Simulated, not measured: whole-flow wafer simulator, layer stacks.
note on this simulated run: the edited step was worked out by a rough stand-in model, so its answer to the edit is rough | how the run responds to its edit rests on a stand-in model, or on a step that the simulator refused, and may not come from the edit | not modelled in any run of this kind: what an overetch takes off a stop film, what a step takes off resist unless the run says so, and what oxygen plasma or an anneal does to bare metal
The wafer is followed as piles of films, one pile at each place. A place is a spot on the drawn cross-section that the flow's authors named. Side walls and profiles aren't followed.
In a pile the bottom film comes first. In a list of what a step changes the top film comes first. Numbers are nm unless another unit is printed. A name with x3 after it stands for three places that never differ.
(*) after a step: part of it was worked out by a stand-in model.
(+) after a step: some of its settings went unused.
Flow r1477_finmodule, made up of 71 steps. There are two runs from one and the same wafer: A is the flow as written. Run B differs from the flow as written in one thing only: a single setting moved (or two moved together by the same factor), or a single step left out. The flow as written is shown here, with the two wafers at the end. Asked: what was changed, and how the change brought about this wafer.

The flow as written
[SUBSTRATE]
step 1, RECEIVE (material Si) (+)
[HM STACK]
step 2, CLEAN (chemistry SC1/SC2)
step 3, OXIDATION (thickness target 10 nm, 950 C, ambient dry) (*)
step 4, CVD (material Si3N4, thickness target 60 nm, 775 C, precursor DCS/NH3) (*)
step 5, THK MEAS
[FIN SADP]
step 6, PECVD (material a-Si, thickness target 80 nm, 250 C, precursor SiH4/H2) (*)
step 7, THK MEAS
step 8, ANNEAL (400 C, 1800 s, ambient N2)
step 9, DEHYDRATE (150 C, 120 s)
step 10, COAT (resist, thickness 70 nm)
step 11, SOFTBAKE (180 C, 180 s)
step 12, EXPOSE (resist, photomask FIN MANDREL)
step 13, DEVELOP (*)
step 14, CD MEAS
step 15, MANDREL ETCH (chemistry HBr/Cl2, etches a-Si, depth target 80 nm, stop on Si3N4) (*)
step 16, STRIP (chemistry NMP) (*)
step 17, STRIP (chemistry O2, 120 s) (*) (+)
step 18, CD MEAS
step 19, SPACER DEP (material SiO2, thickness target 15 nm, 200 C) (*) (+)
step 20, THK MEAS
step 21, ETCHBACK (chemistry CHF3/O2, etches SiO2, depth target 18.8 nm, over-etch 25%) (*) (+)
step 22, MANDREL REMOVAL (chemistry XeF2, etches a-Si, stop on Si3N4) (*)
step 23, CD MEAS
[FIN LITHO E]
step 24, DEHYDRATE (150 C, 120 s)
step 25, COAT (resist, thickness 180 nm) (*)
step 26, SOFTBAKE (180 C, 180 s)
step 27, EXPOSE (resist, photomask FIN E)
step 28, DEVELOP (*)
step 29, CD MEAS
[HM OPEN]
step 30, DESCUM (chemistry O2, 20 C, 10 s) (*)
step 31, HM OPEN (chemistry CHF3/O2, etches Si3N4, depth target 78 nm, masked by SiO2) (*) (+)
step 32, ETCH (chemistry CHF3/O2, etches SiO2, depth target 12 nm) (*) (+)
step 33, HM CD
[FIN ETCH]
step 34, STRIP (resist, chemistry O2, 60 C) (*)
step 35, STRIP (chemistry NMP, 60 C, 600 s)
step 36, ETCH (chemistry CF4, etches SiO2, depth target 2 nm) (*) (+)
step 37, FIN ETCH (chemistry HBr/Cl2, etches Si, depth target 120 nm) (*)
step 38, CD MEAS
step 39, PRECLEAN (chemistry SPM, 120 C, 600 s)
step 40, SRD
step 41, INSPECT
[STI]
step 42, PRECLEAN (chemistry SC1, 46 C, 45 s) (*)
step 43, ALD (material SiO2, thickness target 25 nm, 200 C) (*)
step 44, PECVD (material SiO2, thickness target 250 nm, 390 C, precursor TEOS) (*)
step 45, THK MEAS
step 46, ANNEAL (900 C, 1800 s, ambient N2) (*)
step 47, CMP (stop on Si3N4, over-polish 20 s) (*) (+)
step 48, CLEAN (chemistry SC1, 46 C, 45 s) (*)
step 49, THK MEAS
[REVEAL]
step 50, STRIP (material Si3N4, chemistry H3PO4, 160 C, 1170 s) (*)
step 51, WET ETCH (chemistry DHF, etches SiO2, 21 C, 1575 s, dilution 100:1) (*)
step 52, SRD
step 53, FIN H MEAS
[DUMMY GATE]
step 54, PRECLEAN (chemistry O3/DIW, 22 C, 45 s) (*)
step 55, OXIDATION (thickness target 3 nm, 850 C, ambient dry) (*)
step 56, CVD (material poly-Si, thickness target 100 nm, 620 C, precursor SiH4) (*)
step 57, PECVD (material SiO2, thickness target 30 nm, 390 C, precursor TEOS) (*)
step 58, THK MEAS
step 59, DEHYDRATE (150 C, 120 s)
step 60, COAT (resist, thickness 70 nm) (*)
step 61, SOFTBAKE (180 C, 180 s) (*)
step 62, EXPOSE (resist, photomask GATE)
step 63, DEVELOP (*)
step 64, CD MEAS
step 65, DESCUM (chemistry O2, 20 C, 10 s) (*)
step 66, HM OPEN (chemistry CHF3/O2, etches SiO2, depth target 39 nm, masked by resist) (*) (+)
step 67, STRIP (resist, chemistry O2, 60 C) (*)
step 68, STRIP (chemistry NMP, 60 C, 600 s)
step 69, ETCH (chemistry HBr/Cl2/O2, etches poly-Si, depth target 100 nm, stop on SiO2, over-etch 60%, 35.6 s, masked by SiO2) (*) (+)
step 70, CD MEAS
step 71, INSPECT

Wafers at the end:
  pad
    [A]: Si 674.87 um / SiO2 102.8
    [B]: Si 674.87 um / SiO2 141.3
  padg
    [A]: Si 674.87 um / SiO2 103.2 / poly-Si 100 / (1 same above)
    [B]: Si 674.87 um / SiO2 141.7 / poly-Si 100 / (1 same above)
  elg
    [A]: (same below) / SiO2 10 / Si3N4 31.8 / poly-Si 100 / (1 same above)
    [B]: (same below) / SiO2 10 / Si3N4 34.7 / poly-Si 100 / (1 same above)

Cause: step 51, WET ETCH: 866 s was run, though the flow has 1575 s.

How this came from the change, step by step:
  step 51, WET ETCH (chemistry DHF, etches SiO2, 21 C, 1575 s, dilution 100:1) (*)
      pad, padg, e40sg and 12 more: A SiO2 loses 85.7 | B SiO2 loses 47.1
      elg, e40lg, e100lg, e200lg, elo, e40lo, e100lo, e200lo: A SiO2 loses 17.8 (all of it), Si3N4 loses 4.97 | B SiO2 loses 17.8 (all of it), Si3N4 loses 2.08
      (and at 7 other places as well)
  step 56, CVD (material poly-Si, thickness target 100 nm, 620 C, precursor SiH4) (*)
      s40sg_line, s45sg_line, s50sg_line, s40so_line, s45so_line, s50so_line: A poly-Si gains 100 (new film) | B poly-Si gains 116 (new film)
      s40cg, s40co: A poly-Si gains 113.9 (new film) | B poly-Si gains 100 (new film)
      (and at 5 other places as well)
  step 60, COAT (resist, thickness 70 nm) (*)
      e40lg, e100lg, e200lg, elo, e40lo, e100lo, e200lo: A resist gains 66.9 (new film) | B resist gains 68.7 (new film)
      e40sg, eso, e40so: A resist gains 129.5 (new film) | B resist gains 95.6 (new film)
      (and at 22 other places as well)
  step 63, DEVELOP (*)
      elo, e40lo, e100lo, e200lo: A resist loses 66.9 (all of it) | B resist loses 68.7 (all of it)
      eso, e40so: A resist loses 129.5 (all of it) | B resist loses 95.6 (all of it)
      (and at 11 other places as well)
  step 67, STRIP (resist, chemistry O2, 60 C) (*)
      e40lg, e100lg: A resist loses 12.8 (all of it) | B resist loses 14.5 (all of it)
      e40sg: A resist loses 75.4 (all of it) | B resist loses 41.5 (all of it)
      (and at 12 other places as well)
  step 69, ETCH (chemistry HBr/Cl2/O2, etches poly-Si, depth target 100 nm, stop on SiO2, over-etch 60%, 35.6 s, masked by SiO2) (*) (+)
      s40so_line, s45so_line, s50so_line: A chemical SiO2 loses 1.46 (all of it), poly-Si loses 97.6 (all of it), SiO2 loses 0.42 | B chemical SiO2 loses 1.26 (all of it), poly-Si loses 113.7 (all of it), SiO2 loses 0.23
      s40co: A chemical SiO2 loses 1.46 (all of it), poly-Si loses 111.5 (all of it), SiO2 loses 0.24 | B chemical SiO2 loses 1.26 (all of it), poly-Si loses 97.6 (all of it), SiO2 loses 0.42
      (and at 2 other places as well)
